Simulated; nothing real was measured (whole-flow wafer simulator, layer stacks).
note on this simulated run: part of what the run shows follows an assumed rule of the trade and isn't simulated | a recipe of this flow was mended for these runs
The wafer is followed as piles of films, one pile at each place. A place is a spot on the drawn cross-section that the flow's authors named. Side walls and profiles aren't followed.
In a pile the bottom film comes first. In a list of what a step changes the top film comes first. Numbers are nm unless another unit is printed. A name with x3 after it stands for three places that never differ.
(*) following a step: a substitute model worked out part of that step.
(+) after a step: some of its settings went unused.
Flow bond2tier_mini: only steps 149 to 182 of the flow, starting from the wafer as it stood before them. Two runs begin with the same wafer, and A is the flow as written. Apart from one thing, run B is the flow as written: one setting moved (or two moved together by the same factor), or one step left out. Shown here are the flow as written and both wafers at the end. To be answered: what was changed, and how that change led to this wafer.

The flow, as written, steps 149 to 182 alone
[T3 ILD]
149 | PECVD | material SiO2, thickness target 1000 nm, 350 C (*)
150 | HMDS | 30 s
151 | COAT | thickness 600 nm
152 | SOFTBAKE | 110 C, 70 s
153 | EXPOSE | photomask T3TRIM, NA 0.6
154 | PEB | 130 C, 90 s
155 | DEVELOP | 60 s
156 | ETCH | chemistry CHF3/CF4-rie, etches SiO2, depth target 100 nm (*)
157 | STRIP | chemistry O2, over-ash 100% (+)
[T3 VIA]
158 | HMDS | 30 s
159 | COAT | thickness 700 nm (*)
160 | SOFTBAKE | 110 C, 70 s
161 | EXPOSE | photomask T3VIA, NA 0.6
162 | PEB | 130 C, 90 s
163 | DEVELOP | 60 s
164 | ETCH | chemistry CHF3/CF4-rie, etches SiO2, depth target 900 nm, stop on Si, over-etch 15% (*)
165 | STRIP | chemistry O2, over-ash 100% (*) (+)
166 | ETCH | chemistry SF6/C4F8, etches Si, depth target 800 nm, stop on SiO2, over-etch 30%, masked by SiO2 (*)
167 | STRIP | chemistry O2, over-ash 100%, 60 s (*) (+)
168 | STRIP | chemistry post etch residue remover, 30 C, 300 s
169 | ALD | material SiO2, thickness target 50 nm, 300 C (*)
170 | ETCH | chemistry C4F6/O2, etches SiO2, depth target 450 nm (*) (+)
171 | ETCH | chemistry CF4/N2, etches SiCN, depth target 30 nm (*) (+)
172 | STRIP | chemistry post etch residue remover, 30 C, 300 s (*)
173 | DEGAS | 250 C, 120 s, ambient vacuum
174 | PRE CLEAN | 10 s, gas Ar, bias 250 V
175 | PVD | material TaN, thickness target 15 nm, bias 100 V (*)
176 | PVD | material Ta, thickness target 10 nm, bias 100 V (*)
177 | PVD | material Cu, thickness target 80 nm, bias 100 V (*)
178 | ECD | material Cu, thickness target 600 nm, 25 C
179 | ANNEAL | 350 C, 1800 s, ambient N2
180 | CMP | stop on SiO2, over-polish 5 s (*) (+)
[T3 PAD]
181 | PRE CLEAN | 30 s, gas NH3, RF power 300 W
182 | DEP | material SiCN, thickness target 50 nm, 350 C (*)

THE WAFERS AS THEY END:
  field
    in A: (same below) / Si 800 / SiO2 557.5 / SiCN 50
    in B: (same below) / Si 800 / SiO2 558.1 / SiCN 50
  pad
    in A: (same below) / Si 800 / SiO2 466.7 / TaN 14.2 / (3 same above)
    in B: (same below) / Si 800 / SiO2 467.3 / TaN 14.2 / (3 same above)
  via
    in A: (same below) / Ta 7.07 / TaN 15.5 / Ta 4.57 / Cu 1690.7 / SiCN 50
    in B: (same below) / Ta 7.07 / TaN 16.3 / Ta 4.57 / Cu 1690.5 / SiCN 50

What caused this: step 174, PRE CLEAN: 8 s was run, whereas the flow has 10 s.

The path from the change to this, step by step:
  174 | PRE CLEAN | 10 s, gas Ar, bias 250 V
      field, pad: A -3 SiO2 | B -2.4 SiO2
      via: A -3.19 TaN | B -2.42 TaN
